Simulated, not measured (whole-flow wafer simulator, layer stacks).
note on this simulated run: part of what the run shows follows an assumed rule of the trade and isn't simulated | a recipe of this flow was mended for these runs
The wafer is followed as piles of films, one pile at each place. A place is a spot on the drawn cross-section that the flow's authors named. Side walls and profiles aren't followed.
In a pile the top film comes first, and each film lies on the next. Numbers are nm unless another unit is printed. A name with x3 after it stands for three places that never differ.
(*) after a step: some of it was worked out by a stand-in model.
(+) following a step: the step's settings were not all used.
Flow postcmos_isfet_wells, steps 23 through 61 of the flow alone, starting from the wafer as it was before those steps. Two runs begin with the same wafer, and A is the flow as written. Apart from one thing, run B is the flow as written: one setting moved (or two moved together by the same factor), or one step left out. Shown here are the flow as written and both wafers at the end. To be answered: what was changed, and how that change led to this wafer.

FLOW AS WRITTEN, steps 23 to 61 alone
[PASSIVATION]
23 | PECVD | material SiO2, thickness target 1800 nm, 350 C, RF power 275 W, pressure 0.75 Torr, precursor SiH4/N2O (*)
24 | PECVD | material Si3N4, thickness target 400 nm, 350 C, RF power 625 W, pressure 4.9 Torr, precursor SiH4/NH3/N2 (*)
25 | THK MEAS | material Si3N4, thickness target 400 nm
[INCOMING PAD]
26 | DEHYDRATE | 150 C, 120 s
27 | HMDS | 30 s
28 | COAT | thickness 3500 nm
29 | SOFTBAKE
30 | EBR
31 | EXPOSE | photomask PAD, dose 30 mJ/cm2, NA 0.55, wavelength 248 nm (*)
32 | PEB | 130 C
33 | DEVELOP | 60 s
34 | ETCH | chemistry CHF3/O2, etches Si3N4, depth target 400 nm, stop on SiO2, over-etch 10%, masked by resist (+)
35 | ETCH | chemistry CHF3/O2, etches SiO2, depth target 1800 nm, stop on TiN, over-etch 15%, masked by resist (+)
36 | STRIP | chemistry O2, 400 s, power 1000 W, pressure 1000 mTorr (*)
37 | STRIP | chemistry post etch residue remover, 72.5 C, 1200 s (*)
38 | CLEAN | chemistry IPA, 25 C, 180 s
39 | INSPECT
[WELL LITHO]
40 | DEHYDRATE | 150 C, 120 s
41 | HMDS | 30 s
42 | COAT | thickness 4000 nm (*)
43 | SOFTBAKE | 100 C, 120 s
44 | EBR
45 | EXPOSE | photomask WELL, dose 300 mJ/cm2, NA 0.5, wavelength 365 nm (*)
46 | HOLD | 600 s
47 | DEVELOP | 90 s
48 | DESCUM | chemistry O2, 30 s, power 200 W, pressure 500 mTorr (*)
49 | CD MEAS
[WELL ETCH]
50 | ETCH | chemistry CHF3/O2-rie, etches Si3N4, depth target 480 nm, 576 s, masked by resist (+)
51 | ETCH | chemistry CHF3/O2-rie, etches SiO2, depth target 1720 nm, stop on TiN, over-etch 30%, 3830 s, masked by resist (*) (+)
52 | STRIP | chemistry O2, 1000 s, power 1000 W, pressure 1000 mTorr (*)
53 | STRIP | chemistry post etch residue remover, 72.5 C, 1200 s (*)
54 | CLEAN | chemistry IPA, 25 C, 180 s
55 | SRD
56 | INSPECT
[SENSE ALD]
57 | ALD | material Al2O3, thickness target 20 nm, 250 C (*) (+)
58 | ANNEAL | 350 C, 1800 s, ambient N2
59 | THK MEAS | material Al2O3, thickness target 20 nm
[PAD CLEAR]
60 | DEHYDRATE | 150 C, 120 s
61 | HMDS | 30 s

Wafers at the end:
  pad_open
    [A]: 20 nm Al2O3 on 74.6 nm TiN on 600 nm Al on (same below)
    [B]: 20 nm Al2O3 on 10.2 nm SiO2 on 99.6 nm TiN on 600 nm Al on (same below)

Cause: step 35, ETCH: depth target 1539 nm was run, whereas the flow has depth target 1800 nm.

Step by step, how the change led to this:
  35 | ETCH | chemistry CHF3/O2, etches SiO2, depth target 1800 nm, stop on TiN, over-etch 15%, masked by resist (+)
      pad_open: A -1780 SiO2 (all of it), -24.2 TiN | B -1769.8 SiO2
      field, margin x2, well900 x4, pad_clr: A -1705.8 thick-KrF-resist | B -1474.9 thick-KrF-resist
  36 | STRIP | chemistry O2, 400 s, power 1000 W, pressure 1000 mTorr (*)
      field, margin x2, well900 x4, pad_clr: A -1382.5 thick-KrF-resist (all of it) | B -1613.5 thick-KrF-resist (all of it)
  43 | SOFTBAKE | 100 C, 120 s
      pad_clr: A -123 thick-g/i-line-resist | B -120.3 thick-g/i-line-resist
